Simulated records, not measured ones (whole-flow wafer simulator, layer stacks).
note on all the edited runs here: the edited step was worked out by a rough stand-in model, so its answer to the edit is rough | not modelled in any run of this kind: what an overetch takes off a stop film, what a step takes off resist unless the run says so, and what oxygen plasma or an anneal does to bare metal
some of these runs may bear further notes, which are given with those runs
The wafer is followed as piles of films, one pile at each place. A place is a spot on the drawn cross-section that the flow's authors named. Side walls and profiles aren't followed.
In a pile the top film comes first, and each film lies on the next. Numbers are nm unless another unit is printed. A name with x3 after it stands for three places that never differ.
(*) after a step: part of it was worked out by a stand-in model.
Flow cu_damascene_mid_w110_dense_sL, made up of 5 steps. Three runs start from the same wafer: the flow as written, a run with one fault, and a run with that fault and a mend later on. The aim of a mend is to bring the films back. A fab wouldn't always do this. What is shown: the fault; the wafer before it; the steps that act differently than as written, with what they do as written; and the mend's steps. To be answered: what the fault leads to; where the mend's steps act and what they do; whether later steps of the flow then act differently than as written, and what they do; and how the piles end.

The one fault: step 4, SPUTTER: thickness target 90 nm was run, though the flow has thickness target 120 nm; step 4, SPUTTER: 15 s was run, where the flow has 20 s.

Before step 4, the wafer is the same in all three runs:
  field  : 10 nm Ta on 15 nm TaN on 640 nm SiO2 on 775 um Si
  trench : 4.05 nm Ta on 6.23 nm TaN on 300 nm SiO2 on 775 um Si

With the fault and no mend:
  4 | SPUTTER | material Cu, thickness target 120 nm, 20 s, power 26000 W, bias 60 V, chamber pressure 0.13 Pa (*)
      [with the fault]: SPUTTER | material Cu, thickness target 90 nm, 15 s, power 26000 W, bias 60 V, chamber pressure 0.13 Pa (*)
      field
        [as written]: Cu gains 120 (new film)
        [with the fault]: Cu gains 90 (new film)
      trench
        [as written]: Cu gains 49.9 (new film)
        [with the fault]: Cu gains 37.5 (new film)
  Later steps of the flow acting differently than as written:
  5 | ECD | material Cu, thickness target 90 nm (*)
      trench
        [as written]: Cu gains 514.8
        [with the fault]: Cu gains 497.3
  By the end, the piles at field, trench depart from the flow's by more than 2% or 0.5 nm, whichever is larger.
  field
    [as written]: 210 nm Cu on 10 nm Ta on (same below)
    [with the fault]: 180 nm Cu on 10 nm Ta on (same below)
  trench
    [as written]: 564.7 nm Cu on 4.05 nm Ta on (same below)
    [with the fault]: 534.7 nm Cu on 4.05 nm Ta on (same below)

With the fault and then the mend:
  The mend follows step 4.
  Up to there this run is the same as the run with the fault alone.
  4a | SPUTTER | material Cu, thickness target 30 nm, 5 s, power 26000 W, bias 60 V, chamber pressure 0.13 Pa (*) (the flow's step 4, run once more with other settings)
      field
        Cu gains 30
      trench
        Cu gains 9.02
  Every later step of the flow that is run acts as written, at every place that is followed, to within 2% or 0.5 nm, whichever is larger.
  At every place that both follow, the piles at the end match the flow's.
